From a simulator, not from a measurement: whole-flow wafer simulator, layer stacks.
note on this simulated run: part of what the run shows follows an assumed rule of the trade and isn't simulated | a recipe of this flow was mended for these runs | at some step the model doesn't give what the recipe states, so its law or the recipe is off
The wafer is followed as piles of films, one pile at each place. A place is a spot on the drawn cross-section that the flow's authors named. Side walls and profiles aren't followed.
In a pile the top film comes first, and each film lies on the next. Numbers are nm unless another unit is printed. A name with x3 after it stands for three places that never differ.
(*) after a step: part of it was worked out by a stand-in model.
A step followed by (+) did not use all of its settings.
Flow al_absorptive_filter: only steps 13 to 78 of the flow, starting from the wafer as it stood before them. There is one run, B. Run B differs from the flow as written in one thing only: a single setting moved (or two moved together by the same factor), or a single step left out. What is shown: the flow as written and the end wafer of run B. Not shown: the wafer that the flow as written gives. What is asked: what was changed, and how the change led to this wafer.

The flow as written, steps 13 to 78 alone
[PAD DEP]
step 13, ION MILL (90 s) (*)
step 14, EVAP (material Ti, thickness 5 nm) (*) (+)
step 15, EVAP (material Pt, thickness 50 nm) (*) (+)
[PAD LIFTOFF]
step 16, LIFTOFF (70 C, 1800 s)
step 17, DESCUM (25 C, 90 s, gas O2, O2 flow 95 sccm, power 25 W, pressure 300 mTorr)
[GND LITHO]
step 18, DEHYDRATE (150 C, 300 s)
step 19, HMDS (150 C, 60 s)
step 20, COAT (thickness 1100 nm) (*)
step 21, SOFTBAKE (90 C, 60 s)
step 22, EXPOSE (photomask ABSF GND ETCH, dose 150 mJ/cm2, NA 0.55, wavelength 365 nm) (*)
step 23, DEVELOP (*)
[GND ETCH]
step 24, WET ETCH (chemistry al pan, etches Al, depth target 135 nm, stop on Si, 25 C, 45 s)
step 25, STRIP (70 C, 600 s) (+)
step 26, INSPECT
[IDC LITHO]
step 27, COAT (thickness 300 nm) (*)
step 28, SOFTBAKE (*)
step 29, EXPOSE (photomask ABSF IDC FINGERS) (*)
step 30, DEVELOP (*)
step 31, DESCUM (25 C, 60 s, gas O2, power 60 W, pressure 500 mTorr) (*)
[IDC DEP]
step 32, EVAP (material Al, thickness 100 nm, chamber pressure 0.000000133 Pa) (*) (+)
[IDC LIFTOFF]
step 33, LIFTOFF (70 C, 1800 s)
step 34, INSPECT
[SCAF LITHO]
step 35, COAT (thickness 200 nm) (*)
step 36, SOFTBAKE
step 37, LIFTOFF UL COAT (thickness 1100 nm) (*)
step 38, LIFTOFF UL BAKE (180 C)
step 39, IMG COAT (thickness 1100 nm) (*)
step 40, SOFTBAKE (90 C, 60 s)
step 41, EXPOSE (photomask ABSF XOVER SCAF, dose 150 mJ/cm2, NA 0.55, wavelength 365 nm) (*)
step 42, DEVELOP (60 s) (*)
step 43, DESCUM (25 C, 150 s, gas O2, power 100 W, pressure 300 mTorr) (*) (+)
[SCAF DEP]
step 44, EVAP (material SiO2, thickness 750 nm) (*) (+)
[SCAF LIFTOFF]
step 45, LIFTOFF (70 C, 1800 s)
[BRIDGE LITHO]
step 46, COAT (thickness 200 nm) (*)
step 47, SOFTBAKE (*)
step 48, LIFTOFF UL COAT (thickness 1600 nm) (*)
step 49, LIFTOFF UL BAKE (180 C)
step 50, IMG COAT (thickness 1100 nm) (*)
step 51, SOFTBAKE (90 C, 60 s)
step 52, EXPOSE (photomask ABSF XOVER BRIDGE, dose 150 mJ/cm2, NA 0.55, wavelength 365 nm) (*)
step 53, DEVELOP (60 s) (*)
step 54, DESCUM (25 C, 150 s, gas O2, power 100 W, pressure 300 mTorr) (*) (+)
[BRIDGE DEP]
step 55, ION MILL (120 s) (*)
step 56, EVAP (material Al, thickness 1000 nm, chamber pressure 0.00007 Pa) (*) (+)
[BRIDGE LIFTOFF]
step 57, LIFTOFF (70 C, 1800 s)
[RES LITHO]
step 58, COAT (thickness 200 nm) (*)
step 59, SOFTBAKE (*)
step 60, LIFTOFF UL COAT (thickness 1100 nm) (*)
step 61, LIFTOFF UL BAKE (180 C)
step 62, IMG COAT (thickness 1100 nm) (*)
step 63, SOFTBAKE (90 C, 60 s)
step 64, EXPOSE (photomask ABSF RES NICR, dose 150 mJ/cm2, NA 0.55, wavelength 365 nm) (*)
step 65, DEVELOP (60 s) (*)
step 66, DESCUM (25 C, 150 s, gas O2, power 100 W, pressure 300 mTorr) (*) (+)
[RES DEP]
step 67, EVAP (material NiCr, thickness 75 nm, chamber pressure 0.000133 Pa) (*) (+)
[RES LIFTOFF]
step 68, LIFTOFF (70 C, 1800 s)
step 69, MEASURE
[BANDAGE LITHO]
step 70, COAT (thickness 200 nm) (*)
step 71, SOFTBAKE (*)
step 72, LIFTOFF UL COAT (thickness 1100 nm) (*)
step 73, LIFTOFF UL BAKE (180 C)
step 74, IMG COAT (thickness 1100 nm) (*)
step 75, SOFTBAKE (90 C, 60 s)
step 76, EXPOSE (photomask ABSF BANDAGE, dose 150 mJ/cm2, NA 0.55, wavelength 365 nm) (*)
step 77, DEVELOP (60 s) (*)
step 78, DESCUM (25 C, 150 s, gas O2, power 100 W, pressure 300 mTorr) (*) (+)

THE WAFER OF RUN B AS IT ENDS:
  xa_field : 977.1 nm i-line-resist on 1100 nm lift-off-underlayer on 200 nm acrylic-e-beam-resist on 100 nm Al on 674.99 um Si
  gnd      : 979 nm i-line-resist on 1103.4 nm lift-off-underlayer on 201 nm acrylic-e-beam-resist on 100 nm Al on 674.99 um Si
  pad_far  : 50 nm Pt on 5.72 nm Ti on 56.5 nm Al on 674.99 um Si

The reason: step 14, EVAP: thickness 5.72 nm was run, though the flow has thickness 5 nm.
One can read it off the wafer: pad_far has Ti 5.72, and step 14 as written asks for 5 nm.

How this came from the change, step by step:
  step 14, EVAP (material Ti, thickness 5 nm) (*) (+)
      gnd, pad_far, pad_near and 11 more: +5.72 Ti (new film) (in the flow as written it would be: +5 Ti (new film))
  step 16, LIFTOFF (70 C, 1800 s)
      gnd, ledge, res and 9 more: -50 Pt (all of it), -5.72 Ti (all of it), -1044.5 i-line-resist (all of it), -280 lift-off-underlayer (all of it) (in the flow as written it would be: -50 Pt (all of it), -5 Ti (all of it), -1044.5 i-line-resist (all of it), -280 lift-off-underlayer (all of it))
